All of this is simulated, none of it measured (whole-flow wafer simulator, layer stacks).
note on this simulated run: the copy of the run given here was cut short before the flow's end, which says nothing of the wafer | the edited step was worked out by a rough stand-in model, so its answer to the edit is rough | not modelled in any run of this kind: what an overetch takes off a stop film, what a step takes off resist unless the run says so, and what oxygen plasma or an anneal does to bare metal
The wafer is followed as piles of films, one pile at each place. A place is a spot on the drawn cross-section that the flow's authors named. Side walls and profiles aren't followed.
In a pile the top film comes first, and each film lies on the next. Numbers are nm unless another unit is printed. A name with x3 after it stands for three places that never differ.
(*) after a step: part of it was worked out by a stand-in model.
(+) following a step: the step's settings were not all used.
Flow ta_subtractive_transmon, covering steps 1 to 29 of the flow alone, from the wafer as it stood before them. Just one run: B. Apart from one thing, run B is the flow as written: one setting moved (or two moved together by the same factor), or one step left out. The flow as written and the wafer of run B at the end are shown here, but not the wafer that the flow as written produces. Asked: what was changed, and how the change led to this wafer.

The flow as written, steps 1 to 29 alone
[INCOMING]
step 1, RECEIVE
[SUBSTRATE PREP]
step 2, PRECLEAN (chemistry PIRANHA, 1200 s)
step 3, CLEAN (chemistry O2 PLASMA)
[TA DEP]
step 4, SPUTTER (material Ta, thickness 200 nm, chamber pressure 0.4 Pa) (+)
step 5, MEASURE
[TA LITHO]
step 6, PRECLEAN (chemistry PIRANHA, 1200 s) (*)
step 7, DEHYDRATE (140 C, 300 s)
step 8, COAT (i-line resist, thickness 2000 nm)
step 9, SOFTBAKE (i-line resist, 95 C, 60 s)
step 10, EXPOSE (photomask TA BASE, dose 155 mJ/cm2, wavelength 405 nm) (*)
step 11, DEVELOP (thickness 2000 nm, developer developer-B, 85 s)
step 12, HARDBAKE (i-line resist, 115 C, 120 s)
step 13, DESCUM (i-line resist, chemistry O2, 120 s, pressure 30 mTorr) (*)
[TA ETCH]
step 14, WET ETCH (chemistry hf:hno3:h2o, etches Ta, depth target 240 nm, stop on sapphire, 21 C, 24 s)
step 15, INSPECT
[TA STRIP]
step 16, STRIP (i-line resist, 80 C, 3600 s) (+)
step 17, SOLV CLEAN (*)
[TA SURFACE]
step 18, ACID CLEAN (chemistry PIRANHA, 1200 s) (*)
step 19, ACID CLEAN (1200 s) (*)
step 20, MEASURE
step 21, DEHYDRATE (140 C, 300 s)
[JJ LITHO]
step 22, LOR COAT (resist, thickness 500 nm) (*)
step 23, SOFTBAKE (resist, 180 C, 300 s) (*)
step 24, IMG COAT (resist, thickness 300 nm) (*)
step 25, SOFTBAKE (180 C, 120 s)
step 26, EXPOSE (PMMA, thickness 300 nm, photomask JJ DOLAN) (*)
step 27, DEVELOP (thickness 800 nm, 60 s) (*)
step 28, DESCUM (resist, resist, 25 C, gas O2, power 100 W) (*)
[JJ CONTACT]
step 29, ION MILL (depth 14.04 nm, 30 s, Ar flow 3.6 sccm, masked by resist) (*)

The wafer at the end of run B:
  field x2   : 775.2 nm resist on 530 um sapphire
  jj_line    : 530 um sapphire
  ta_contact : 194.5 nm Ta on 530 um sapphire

What caused this: step 29, ION MILL: depth 7.72 nm was run, whereas the flow has depth 14.04 nm; step 29, ION MILL: 16.5 s was run, where the flow has 30 s.

The path from the change to this, step by step:
  step 29, ION MILL (depth 14.04 nm, 30 s, Ar flow 3.6 sccm, masked by resist) (*)
      field x2, ta_pad: -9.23 resist (it would be, as written: -16.8 resist)
      jj_line, lead: -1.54 sapphire (it would be, as written: -2.8 sapphire)
      (also at 1 further place)
